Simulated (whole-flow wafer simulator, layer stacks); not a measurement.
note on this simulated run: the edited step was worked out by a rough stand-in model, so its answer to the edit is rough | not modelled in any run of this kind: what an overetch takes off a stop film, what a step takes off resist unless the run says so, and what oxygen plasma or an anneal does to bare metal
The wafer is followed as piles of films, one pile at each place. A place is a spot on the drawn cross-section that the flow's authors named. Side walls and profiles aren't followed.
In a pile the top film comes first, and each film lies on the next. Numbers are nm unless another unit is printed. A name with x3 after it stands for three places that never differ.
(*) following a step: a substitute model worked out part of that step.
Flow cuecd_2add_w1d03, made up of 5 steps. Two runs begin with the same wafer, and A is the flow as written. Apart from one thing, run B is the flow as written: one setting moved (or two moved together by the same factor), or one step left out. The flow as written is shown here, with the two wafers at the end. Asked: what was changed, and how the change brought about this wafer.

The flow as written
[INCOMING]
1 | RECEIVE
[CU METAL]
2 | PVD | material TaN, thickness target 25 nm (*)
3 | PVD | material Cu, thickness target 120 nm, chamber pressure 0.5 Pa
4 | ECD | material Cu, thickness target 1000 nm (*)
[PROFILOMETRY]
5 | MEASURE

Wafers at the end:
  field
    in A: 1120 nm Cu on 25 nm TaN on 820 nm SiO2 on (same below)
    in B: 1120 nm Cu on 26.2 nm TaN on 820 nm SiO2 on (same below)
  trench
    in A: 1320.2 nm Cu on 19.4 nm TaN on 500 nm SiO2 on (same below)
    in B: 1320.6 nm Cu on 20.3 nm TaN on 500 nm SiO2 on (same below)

Cause: step 2, PVD: thickness target 26.2 nm was run, while the flow as written has thickness target 25 nm.
The wafer lets one read it off: field has TaN 26.2, and step 2 as written asks for 25 nm.

Step by step, how the change led to this:
  2 | PVD | material TaN, thickness target 25 nm (*)
      field: A TaN gains 25 (new film) | B TaN gains 26.2 (new film)
      trench: A TaN gains 19.4 (new film) | B TaN gains 20.3 (new film)
